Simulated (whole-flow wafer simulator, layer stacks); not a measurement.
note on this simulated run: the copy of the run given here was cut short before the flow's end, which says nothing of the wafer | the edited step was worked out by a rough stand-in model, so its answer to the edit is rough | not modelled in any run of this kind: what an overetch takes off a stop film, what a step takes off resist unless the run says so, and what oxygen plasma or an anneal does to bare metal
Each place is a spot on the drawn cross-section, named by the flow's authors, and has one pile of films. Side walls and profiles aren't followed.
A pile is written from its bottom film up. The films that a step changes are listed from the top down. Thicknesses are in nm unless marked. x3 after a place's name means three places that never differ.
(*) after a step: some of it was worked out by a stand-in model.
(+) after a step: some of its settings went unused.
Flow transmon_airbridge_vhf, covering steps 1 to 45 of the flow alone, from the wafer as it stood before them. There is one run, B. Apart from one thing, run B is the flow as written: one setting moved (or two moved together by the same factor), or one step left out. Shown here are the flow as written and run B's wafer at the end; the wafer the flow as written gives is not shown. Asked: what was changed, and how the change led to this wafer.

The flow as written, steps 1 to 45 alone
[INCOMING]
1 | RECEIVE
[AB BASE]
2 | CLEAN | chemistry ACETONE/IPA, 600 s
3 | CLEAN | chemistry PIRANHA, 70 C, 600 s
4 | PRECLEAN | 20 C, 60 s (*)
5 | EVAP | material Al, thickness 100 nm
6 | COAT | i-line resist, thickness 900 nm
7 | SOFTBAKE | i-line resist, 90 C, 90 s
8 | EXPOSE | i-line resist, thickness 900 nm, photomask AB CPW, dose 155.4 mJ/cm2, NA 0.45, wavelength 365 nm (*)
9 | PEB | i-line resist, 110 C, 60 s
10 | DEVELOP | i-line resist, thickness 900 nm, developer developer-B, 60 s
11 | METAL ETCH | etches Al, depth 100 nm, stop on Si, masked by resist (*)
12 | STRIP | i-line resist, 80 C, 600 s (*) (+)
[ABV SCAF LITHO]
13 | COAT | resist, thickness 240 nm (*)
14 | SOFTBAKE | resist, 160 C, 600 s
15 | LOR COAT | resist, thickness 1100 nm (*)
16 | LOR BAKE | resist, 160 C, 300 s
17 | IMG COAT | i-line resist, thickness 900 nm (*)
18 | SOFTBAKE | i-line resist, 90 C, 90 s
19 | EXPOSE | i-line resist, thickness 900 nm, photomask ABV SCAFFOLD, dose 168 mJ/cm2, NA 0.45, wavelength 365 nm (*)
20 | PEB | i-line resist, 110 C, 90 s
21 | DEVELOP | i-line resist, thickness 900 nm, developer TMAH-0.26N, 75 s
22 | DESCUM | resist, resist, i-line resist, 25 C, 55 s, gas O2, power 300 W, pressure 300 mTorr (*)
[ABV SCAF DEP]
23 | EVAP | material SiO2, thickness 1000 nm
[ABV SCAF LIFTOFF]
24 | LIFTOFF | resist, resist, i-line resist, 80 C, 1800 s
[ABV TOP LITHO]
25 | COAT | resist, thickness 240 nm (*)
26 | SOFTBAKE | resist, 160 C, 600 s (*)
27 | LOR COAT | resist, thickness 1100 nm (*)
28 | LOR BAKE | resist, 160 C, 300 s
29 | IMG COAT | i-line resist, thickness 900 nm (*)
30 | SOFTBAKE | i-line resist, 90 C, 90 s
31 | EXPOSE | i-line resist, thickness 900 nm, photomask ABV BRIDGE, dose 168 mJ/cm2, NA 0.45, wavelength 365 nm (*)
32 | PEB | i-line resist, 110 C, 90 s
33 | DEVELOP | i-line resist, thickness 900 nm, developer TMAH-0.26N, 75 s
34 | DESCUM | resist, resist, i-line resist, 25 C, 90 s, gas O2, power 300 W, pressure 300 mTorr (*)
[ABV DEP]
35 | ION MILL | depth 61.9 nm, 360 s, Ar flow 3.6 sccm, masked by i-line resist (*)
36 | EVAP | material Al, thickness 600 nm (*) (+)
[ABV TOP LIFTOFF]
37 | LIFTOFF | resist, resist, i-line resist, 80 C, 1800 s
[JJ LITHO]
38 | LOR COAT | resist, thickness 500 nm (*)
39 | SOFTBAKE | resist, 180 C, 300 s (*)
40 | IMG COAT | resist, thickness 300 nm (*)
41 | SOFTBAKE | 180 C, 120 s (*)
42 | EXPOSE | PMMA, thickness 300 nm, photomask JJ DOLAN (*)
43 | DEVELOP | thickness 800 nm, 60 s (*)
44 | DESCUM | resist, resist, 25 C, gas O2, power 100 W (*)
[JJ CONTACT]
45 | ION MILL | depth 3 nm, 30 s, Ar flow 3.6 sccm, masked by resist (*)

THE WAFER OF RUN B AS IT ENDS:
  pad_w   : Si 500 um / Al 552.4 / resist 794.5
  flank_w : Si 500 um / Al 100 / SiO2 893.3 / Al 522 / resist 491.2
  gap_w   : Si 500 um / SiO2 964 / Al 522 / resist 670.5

Cause: step 36, EVAP: thickness 522 nm was run, while the flow as written has thickness 600 nm.
The wafer itself shows it: flank_w has Al 522, and step 36 as written asks for 600 nm.

How this came from the change, step by step:
  36 | EVAP | material Al, thickness 600 nm (*) (+)
      field x3, jj_line, ground_far and 10 more: Al gains 522 (new film) (it would be, as written: Al gains 600 (new film))
      pad_w, pad_e: Al gains 514.4 (it would be, as written: Al gains 591.2)
  37 | LIFTOFF | resist, resist, i-line resist, 80 C, 1800 s
      field x3, jj_line, trace_open_s x2: Al loses 522 (all of it), i-line resist loses 600 (all of it), resist loses 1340 (all of it) (it would be, as written: Al loses 600 (all of it), i-line resist loses 600 (all of it), resist loses 1340 (all of it))
      margin_s, margin_n: Al loses 522 (all of it), i-line resist loses 318.3 (all of it), resist loses 992 (all of it) (it would be, as written: Al loses 600 (all of it), i-line resist loses 318.3 (all of it), resist loses 992 (all of it))
      (also at 1 further place)
  38 | LOR COAT | resist, thickness 500 nm (*)
      bridge_strip: resist gains 365 (new film) (it would be, as written: resist gains 356.4 (new film))
  40 | IMG COAT | resist, thickness 300 nm (*)
      bridge_strip: resist gains 201.7 (it would be, as written: resist gains 197.1)
